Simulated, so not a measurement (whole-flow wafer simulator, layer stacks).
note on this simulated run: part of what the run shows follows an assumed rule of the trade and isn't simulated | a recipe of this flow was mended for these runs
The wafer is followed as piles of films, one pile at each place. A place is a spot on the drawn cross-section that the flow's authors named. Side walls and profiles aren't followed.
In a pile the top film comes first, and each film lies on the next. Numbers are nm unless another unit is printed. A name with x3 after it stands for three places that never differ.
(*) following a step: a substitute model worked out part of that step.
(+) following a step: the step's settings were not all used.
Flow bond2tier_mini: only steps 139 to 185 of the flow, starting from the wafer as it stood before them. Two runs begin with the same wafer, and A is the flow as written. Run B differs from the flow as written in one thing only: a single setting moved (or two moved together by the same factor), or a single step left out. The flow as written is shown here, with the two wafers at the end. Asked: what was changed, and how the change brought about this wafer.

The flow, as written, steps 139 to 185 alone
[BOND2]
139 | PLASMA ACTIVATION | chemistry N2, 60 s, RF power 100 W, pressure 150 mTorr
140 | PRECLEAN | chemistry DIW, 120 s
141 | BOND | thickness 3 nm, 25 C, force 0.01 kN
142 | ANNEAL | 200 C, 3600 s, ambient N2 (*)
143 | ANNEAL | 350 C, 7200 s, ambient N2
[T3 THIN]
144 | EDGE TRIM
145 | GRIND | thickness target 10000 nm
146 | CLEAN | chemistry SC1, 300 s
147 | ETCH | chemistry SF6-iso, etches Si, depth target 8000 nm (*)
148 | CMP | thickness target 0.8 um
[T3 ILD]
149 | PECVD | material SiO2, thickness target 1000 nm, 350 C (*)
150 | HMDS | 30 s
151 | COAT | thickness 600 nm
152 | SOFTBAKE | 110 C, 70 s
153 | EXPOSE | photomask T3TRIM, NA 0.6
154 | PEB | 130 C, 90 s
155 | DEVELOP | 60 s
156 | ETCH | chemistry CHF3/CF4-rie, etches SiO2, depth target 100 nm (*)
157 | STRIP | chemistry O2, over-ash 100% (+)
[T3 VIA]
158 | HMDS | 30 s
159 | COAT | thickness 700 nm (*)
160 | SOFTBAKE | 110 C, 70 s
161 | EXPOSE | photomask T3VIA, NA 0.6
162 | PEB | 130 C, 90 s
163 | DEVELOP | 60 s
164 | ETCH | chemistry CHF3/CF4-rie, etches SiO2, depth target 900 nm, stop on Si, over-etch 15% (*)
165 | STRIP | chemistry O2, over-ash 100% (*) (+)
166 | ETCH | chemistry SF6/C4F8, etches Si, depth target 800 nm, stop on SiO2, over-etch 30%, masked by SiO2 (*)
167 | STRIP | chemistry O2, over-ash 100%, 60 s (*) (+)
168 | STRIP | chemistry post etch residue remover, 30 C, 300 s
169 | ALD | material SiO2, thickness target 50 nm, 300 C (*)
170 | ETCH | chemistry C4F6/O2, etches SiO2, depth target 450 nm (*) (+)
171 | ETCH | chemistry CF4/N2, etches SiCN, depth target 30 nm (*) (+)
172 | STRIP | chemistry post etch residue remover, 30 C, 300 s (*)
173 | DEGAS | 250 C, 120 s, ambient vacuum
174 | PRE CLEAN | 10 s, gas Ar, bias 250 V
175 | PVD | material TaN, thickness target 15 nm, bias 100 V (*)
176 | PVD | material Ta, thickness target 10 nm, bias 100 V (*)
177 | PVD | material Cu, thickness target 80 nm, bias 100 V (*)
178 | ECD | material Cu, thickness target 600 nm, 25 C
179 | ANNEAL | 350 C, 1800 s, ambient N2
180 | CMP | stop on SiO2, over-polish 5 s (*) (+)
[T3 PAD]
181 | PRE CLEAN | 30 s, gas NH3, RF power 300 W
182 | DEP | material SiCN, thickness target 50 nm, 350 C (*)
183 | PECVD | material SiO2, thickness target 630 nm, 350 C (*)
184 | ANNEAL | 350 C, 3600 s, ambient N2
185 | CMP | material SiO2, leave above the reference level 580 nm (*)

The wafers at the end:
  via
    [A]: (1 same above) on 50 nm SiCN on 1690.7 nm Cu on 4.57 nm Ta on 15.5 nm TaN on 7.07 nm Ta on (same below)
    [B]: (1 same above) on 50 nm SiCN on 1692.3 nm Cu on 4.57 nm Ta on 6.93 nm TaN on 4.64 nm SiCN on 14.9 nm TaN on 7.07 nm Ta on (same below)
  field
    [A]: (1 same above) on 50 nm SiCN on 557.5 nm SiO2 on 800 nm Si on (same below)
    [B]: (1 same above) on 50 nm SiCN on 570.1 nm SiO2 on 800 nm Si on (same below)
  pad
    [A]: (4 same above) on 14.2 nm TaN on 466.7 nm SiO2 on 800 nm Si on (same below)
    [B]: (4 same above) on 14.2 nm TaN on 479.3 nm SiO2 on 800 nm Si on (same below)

The reason: step 171, ETCH: depth target 11.1 nm was run, while the flow as written has depth target 30 nm.

Step by step, how the change led to this:
  171 | ETCH | chemistry CF4/N2, etches SiCN, depth target 30 nm (*) (+)
      via: A SiCN loses 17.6 (all of it), TaN loses 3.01 | B SiCN loses 11.1
      field, pad: A SiO2 loses 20 | B SiO2 loses 7.4
  174 | PRE CLEAN | 10 s, gas Ar, bias 250 V
      via: A TaN loses 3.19 | B SiCN loses 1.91
  175 | PVD | material TaN, thickness target 15 nm, bias 100 V (*)
      via: A TaN gains 6.94 | B TaN gains 6.93 (new film)
If metal films that touch count as one body, via has 2 bodies (between them, from the top down: SiCN 4.64); the flow as written gives 1 body.
